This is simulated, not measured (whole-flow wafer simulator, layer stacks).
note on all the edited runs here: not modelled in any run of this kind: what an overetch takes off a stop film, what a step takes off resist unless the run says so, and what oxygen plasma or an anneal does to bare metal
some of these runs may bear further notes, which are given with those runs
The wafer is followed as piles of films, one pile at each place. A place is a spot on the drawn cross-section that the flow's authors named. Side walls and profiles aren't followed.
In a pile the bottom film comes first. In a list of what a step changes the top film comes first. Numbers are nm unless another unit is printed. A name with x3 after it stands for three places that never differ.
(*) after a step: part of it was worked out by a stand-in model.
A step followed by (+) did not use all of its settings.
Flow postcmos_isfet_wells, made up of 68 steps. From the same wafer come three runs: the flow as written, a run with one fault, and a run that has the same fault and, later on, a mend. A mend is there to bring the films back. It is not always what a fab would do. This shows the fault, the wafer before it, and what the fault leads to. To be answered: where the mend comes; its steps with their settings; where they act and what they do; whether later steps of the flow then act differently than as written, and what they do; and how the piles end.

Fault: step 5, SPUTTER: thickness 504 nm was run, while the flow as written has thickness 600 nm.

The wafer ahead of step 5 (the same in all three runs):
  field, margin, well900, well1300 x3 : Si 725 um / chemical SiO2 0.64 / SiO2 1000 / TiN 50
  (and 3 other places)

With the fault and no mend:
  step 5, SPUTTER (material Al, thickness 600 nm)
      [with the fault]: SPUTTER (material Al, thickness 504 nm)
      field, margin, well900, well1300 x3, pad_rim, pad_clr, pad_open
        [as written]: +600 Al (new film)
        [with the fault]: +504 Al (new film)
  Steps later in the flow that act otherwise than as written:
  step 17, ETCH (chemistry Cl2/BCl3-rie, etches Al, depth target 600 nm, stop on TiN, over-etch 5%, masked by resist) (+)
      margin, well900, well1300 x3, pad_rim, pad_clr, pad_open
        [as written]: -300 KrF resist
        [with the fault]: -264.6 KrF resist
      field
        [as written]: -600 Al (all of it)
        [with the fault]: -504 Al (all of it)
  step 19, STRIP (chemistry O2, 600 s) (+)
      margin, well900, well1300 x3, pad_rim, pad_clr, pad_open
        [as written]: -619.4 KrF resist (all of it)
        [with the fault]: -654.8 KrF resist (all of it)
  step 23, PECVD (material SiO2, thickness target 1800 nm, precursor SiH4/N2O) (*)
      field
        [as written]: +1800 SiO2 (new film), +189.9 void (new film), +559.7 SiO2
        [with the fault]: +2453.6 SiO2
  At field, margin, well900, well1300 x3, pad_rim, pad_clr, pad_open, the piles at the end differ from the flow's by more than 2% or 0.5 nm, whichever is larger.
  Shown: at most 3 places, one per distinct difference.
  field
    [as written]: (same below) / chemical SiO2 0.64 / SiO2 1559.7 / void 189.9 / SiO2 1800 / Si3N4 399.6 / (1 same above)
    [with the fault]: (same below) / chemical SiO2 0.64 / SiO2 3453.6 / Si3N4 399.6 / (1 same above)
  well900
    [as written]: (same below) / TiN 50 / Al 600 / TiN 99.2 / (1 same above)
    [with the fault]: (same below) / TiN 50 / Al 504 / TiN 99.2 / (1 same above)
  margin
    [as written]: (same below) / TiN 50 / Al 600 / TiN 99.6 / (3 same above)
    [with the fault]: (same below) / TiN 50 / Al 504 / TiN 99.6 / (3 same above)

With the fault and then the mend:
  The mend follows step 5.
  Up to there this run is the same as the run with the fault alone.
  step 5a, SPUTTER (material Al, thickness 96 nm) (a further turn of the flow's step 5, with different settings)
      field, margin, well900, well1300 x3, pad_rim, pad_clr, pad_open
        +96 Al
  Later steps of the flow that are run all act as written at every place that is followed.
  By the end, the piles equal the flow's at every place that both follow.
